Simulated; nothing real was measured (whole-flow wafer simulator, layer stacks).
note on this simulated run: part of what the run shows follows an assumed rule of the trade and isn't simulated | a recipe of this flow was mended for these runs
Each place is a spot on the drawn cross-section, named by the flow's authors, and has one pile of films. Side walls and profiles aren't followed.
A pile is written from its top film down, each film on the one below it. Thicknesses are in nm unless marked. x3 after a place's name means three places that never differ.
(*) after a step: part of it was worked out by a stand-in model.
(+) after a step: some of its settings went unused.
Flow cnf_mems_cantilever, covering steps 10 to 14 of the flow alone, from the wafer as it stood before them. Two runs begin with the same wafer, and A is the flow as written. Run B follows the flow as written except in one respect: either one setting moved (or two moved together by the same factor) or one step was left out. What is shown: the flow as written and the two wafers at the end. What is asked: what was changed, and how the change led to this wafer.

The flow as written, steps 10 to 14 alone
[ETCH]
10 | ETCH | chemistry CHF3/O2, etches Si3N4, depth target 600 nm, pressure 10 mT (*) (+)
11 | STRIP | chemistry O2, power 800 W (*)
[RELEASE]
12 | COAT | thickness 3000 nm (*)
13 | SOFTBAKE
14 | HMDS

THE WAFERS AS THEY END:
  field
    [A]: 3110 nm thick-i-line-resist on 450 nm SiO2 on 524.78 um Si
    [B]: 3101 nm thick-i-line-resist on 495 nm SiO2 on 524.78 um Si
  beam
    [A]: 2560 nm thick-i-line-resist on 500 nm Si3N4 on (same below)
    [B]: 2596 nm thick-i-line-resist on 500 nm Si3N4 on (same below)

The reason: step 10, ETCH: depth target 510 nm was run, while the flow as written has depth target 600 nm.

How this came from the change, step by step:
  10 | ETCH | chemistry CHF3/O2, etches Si3N4, depth target 600 nm, pressure 10 mT (*) (+)
      field: A -500 Si3N4 (all of it), -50 SiO2 | B -500 Si3N4 (all of it), -5 SiO2
      beam: A -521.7 KrF-resist | B -443.5 KrF-resist
  11 | STRIP | chemistry O2, power 800 W (*)
      beam: A -460.9 KrF-resist (all of it) | B -539.2 KrF-resist (all of it)
  13 | SOFTBAKE
      field: A +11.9 thick-i-line-resist | B +10.8 thick-i-line-resist
      beam: A -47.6 thick-i-line-resist | B -43 thick-i-line-resist
